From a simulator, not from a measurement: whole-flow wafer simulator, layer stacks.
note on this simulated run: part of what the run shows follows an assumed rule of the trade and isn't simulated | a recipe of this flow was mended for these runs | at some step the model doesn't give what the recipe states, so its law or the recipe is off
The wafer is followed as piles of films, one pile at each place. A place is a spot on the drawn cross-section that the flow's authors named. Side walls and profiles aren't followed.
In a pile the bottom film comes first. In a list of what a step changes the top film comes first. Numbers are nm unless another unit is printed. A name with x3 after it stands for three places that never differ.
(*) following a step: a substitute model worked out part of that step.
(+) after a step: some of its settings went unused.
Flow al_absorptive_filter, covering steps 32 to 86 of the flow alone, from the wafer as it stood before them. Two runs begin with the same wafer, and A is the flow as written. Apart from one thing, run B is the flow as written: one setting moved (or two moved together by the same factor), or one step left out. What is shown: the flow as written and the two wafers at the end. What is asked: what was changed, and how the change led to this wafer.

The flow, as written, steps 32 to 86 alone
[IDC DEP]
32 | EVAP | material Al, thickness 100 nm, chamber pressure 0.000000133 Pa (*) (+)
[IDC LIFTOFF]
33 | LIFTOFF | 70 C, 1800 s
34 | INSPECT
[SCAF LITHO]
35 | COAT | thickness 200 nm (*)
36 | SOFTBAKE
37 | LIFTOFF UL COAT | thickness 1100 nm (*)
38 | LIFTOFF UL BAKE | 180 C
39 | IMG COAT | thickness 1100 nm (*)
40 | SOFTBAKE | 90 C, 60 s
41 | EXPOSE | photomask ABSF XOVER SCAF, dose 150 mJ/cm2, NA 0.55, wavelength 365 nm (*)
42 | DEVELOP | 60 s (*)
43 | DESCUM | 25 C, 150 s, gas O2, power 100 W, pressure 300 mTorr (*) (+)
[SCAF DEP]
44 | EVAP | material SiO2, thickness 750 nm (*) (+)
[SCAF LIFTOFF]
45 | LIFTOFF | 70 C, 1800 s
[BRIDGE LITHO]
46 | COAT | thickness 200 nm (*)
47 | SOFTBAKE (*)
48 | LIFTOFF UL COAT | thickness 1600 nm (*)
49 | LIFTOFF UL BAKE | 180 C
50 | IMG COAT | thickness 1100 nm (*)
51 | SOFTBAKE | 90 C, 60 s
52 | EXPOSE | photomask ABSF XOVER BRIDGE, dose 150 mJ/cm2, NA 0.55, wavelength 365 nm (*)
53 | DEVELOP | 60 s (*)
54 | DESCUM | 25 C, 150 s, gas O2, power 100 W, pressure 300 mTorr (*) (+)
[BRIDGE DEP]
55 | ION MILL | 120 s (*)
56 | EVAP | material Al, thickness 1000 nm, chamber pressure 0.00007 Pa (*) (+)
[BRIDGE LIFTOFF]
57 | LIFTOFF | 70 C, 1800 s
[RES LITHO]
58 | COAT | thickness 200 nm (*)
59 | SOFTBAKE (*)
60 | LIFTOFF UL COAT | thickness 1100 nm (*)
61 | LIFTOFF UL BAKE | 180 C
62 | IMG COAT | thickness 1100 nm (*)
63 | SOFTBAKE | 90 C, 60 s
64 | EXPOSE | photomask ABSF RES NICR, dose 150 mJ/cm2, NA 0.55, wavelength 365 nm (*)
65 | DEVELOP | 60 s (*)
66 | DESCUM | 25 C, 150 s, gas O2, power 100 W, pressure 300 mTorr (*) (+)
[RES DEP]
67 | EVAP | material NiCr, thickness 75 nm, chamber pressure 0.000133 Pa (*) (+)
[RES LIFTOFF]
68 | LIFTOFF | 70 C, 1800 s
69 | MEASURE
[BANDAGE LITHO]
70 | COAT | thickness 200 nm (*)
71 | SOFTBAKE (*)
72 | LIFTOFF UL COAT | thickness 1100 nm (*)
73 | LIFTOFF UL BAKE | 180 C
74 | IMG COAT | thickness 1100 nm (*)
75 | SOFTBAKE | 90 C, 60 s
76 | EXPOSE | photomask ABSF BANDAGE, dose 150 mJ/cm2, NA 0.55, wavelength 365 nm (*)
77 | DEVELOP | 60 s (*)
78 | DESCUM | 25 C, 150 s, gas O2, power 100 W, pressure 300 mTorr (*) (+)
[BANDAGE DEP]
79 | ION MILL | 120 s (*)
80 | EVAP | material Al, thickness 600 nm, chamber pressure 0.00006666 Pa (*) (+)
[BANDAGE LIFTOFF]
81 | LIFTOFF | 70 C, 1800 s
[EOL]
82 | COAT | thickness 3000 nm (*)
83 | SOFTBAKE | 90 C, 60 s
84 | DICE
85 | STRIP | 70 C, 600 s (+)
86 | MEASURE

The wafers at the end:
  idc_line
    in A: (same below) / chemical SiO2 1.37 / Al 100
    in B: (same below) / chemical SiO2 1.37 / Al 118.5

Cause: step 32, EVAP: thickness 122 nm was run, whereas the flow has thickness 100 nm.

Step by step, how the change led to this:
  32 | EVAP | material Al, thickness 100 nm, chamber pressure 0.000000133 Pa (*) (+)
      gnd, pad_far, pad_near and 10 more: A +100 Al (new film) | B +122 Al (new film)
      idc_line: A +100 Al (new film) | B +118.5 Al (new film)
  33 | LIFTOFF | 70 C, 1800 s
      gnd, xa_field, xa_margin, xa_strip, xl_land, idc_field, idc_space: A -100 Al (all of it), -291 e-beam-resist (all of it) | B -122 Al (all of it), -291 e-beam-resist (all of it)
      pad_far: A -100 Al (all of it), -287 e-beam-resist (all of it) | B -122 Al (all of it), -287 e-beam-resist (all of it)
      (also at 5 further places)
  35 | COAT | thickness 200 nm (*)
      idc_line: A +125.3 acrylic-e-beam-resist (new film) | B +112.9 acrylic-e-beam-resist (new film)
      idc_space: A +228.2 acrylic-e-beam-resist (new film) | B +235 acrylic-e-beam-resist (new film)
  45 | LIFTOFF | 70 C, 1800 s
      idc_line: A -750 SiO2 (all of it), -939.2 i-line-resist (all of it), -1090 lift-off-underlayer (all of it), -125.3 acrylic-e-beam-resist (all of it) | B -750 SiO2 (all of it), -939.1 i-line-resist (all of it), -1087.1 lift-off-underlayer (all of it), -112.9 acrylic-e-beam-resist (all of it)
      idc_space: A -750 SiO2 (all of it), -939.1 i-line-resist (all of it), -1087.8 lift-off-underlayer (all of it), -228.2 acrylic-e-beam-resist (all of it) | B -750 SiO2 (all of it), -939.1 i-line-resist (all of it), -1084.3 lift-off-underlayer (all of it), -235 acrylic-e-beam-resist (all of it)
  46 | COAT | thickness 200 nm (*)
      idc_line: A +129.8 acrylic-e-beam-resist (new film) | B +118.6 acrylic-e-beam-resist (new film)
      idc_space: A +229.8 acrylic-e-beam-resist (new film) | B +236.8 acrylic-e-beam-resist (new film)
  57 | LIFTOFF | 70 C, 1800 s
      idc_line: A -1000 Al (all of it), -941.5 i-line-resist (all of it), -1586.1 lift-off-underlayer (all of it), -129.8 acrylic-e-beam-resist (all of it) | B -1000 Al (all of it), -941.5 i-line-resist (all of it), -1582 lift-off-underlayer (all of it), -118.6 acrylic-e-beam-resist (all of it)
      idc_space: A -1000 Al (all of it), -941.5 i-line-resist (all of it), -1586.9 lift-off-underlayer (all of it), -229.8 acrylic-e-beam-resist (all of it) | B -1000 Al (all of it), -941.5 i-line-resist (all of it), -1583 lift-off-underlayer (all of it), -236.8 acrylic-e-beam-resist (all of it)
  58 | COAT | thickness 200 nm (*)
      idc_line: A +129.8 acrylic-e-beam-resist (new film) | B +118.6 acrylic-e-beam-resist (new film)
      idc_space: A +229.8 acrylic-e-beam-resist (new film) | B +236.8 acrylic-e-beam-resist (new film)
  68 | LIFTOFF | 70 C, 1800 s
      idc_line: A -75 NiCr (all of it), -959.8 i-line-resist (all of it), -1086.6 lift-off-underlayer (all of it), -129.8 acrylic-e-beam-resist (all of it) | B -75 NiCr (all of it), -959.8 i-line-resist (all of it), -1082.6 lift-off-underlayer (all of it), -118.6 acrylic-e-beam-resist (all of it)
      idc_space: A -75 NiCr (all of it), -959.8 i-line-resist (all of it), -1087.4 lift-off-underlayer (all of it), -229.8 acrylic-e-beam-resist (all of it) | B -75 NiCr (all of it), -959.7 i-line-resist (all of it), -1083.7 lift-off-underlayer (all of it), -236.8 acrylic-e-beam-resist (all of it)
  70 | COAT | thickness 200 nm (*)
      idc_line: A +129.8 acrylic-e-beam-resist (new film) | B +118.6 acrylic-e-beam-resist (new film)
      idc_space: A +229.8 acrylic-e-beam-resist (new film) | B +236.8 acrylic-e-beam-resist (new film)
  81 | LIFTOFF | 70 C, 1800 s
      idc_line: A -600 Al (all of it), -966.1 i-line-resist (all of it), -1086.6 lift-off-underlayer (all of it), -129.8 acrylic-e-beam-resist (all of it) | B -600 Al (all of it), -966.1 i-line-resist (all of it), -1082.6 lift-off-underlayer (all of it), -118.6 acrylic-e-beam-resist (all of it)
      idc_space: A -600 Al (all of it), -966.1 i-line-resist (all of it), -1087.4 lift-off-underlayer (all of it), -229.8 acrylic-e-beam-resist (all of it) | B -600 Al (all of it), -966 i-line-resist (all of it), -1083.7 lift-off-underlayer (all of it), -236.8 acrylic-e-beam-resist (all of it)
